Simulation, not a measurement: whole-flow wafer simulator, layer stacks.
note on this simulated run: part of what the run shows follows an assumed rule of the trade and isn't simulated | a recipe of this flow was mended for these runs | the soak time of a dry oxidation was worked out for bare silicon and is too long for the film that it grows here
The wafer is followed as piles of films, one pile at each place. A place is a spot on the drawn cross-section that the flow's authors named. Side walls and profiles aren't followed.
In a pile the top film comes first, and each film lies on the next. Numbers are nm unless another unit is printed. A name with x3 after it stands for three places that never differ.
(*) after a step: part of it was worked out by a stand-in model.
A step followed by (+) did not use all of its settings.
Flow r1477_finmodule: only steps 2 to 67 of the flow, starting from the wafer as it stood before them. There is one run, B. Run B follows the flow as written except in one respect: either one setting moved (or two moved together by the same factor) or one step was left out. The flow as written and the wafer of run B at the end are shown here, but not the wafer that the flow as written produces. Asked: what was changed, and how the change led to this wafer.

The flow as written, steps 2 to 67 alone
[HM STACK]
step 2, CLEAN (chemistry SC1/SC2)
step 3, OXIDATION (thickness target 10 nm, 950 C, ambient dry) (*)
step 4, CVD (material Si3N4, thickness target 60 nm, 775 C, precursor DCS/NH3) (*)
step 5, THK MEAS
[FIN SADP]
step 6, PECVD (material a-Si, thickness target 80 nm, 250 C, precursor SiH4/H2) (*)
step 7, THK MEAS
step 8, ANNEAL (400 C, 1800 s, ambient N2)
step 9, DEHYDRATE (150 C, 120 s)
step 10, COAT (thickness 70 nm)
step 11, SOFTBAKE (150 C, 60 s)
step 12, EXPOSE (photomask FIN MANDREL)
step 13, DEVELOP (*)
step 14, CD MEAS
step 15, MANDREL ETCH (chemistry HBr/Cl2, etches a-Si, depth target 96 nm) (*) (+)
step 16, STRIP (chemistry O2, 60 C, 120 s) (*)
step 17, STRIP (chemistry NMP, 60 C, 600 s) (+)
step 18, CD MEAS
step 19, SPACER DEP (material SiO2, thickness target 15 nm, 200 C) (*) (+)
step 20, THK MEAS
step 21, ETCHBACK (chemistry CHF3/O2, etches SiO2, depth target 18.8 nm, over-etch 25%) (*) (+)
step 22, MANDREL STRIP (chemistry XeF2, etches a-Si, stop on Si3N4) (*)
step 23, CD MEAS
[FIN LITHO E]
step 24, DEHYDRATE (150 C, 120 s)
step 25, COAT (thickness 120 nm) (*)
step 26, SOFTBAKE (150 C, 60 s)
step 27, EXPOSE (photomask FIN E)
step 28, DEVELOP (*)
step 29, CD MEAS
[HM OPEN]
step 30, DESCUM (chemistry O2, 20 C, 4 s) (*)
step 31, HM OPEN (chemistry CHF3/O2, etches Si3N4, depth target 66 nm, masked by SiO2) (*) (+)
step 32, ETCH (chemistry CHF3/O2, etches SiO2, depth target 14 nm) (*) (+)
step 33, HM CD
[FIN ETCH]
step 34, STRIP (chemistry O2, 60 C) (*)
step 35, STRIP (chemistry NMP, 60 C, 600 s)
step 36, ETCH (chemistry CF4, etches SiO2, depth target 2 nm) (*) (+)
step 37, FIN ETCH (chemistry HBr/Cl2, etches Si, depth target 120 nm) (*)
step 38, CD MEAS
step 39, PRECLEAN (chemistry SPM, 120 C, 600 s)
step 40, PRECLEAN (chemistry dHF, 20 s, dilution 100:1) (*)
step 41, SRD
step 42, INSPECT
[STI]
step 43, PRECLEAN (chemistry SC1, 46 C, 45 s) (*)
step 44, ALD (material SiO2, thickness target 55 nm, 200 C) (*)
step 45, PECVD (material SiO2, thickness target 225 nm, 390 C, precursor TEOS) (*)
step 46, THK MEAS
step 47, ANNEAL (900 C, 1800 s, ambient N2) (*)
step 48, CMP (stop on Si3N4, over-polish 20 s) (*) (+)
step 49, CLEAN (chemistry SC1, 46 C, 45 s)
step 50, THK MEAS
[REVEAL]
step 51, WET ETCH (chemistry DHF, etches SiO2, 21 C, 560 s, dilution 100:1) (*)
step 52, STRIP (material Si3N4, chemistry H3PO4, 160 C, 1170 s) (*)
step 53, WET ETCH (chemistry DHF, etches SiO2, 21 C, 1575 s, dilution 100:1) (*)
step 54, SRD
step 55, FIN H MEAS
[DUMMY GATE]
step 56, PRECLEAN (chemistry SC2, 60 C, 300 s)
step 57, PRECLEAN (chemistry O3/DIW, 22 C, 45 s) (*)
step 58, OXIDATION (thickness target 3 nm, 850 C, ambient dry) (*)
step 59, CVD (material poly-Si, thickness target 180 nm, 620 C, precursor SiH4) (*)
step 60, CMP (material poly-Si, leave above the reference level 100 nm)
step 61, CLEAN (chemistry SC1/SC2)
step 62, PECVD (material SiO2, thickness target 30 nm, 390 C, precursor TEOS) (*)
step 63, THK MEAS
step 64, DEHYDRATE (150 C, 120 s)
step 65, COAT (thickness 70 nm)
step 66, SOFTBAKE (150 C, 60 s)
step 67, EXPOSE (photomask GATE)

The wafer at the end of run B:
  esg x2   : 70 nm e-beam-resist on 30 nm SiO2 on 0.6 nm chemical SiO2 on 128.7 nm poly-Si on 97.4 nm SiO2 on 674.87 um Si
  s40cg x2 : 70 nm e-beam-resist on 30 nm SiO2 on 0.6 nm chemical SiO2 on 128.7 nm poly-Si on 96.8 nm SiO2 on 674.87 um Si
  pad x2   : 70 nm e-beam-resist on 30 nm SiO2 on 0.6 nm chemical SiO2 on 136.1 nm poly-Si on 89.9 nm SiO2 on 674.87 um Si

What caused this: step 53, WET ETCH: 1228 s was run, whereas the flow has 1575 s.

The path from the change to this, step by step:
  step 53, WET ETCH (chemistry DHF, etches SiO2, 21 C, 1575 s, dilution 100:1) (*)
      esg x2, e40sg x2, e100sg x2 and 14 more: SiO2 loses 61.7 (as written it would have been: SiO2 loses 79.1)
      pad x2: SiO2 loses 66.8 (as written it would have been: SiO2 loses 85.7)
  step 59, CVD (material poly-Si, thickness target 180 nm, 620 C, precursor SiH4) (*)
      esg x2, e40sg x2, e100sg x2 and 12 more: poly-Si gains 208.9 (new film) (as written it would have been: poly-Si gains 226.3 (new film))
      e200sg x2: poly-Si gains 201.8 (new film) (as written it would have been: poly-Si gains 219.2 (new film))
  step 60, CMP (material poly-Si, leave above the reference level 100 nm)
      pad x2: poly-Si loses 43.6 (as written it would have been: poly-Si loses 24.8)
